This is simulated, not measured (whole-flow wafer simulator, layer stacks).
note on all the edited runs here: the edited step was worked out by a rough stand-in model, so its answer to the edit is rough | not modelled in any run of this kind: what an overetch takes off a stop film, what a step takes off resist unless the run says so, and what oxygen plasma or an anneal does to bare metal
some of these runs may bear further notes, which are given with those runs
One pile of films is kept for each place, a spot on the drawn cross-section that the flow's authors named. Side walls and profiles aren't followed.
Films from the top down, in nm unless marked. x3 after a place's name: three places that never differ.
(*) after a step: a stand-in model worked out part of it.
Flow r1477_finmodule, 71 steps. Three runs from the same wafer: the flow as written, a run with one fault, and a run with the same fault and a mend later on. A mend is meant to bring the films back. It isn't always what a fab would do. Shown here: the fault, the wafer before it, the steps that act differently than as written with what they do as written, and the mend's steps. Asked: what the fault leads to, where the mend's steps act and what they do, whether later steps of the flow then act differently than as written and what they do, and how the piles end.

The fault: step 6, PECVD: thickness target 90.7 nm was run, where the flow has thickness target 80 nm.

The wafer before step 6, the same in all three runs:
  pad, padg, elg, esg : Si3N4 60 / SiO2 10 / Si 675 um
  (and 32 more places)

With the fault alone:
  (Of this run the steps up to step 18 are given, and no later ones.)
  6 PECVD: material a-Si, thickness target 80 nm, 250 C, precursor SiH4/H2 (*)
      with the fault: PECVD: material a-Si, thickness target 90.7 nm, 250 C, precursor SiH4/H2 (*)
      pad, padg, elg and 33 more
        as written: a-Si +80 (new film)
        with the fault: a-Si +90.7 (new film)
  Later steps of the flow that act differently than as written:
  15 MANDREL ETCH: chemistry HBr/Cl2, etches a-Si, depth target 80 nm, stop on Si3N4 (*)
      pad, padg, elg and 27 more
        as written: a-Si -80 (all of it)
        with the fault: a-Si -80
  After step 18 the piles differ from the flow's by more than 2% or 0.5 nm, whichever is larger, at pad, padg, elg and 33 more.
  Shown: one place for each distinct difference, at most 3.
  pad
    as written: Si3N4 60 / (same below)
    with the fault: a-Si 10.7 / Si3N4 60 / (same below)
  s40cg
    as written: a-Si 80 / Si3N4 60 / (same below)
    with the fault: a-Si 90.7 / Si3N4 60 / (same below)

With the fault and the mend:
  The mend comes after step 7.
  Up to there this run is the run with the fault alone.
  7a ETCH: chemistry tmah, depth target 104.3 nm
      pad, padg, elg and 33 more
        a-Si -90.7 (all of it)
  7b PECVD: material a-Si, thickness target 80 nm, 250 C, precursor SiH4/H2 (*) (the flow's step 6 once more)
      pad, padg, elg and 33 more
        a-Si +80 (new film)
  No later step of the flow acts differently than as written at any place that is followed.
  At the end the piles are the same as the flow's at every place that both follow.
